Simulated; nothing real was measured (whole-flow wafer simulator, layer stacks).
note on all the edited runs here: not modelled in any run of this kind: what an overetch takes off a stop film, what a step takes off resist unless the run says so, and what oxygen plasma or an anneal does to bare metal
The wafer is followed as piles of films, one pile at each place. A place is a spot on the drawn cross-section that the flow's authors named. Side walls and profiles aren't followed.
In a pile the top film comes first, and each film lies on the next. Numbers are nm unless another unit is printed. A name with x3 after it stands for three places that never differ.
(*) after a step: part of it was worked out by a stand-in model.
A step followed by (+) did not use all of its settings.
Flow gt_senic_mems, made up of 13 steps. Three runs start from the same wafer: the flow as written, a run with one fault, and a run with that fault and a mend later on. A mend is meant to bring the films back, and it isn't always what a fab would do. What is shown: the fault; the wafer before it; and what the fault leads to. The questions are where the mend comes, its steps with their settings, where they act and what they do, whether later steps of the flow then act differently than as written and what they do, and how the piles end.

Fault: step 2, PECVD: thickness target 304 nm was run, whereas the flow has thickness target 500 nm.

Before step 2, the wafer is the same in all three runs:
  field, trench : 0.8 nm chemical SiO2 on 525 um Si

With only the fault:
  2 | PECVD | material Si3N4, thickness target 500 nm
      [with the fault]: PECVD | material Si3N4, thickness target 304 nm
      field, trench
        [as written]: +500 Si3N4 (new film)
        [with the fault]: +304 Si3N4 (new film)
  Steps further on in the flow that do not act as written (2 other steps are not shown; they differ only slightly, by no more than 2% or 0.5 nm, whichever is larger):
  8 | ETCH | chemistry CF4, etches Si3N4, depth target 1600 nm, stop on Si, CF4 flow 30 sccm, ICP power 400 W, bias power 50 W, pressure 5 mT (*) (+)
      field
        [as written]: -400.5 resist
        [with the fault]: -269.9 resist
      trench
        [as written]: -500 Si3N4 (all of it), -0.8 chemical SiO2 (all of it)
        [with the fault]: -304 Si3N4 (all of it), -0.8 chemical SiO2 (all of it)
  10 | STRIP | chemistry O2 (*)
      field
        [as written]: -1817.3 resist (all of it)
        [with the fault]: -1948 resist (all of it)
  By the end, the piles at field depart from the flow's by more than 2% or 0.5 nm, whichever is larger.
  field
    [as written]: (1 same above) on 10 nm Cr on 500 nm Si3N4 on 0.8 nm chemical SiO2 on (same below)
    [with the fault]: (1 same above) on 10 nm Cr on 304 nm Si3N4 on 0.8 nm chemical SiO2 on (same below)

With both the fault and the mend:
  After step 7 comes the mend.
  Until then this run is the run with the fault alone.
  7a | STRIP | chemistry O2 (*)
      field
        -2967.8 resist (all of it)
  7b | PECVD | material Si3N4, thickness target 196 nm (a further turn of the flow's step 2, with different settings)
      field, trench
        +196 Si3N4
  7c | HMDS (a further turn of the flow's step 3)
      alters no film at any place that is followed
  7d | COAT | resist, thickness 3000 nm (a further turn of the flow's step 4)
      field, trench
        +3000 resist (new film)
  7e | SOFTBAKE | resist (a further turn of the flow's step 5)
      alters no film at any place that is followed
  7f | EXPOSE | photomask DEVICE, dose 108.9 mJ/cm2, wavelength 405 nm (*) (a further turn of the flow's step 6)
      alters no film at any place that is followed
  7g | DEVELOP | resist, thickness 3000 nm, developer developer-E, 60 s (a further turn of the flow's step 7)
      field
        -32.2 resist
      trench
        -3000 resist (all of it)
  None of the later steps of the flow acts differently than as written at any place that is followed.
  The piles end the same as the flow's at every place that both follow.
